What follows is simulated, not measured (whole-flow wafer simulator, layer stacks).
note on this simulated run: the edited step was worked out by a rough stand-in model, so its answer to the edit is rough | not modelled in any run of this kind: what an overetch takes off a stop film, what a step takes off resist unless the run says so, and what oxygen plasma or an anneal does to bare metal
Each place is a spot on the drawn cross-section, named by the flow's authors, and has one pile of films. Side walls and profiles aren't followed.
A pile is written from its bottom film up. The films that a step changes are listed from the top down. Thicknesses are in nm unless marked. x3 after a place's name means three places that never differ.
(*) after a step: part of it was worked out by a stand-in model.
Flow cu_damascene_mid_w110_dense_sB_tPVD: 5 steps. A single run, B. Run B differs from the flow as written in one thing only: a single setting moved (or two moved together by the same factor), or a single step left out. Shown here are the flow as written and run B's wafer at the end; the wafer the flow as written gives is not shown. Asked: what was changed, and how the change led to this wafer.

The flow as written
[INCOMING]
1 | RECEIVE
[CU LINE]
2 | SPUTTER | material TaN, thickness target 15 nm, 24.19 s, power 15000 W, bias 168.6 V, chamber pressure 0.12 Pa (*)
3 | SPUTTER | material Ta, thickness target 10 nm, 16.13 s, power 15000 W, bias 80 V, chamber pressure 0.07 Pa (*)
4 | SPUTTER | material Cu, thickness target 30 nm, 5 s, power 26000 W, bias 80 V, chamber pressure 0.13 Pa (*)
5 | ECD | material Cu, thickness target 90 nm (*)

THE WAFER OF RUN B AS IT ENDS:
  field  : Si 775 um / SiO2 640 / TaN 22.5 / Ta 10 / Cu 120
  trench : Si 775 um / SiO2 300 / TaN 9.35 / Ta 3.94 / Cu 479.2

What caused this: step 2, SPUTTER: 36.29 s was run, while the flow as written has 24.19 s.

The path from the change to this, step by step:
  2 | SPUTTER | material TaN, thickness target 15 nm, 24.19 s, power 15000 W, bias 168.6 V, chamber pressure 0.12 Pa (*)
      field: +22.5 TaN (new film) (in the flow as written it would be: +15 TaN (new film))
      trench: +9.35 TaN (new film) (in the flow as written it would be: +6.23 TaN (new film))
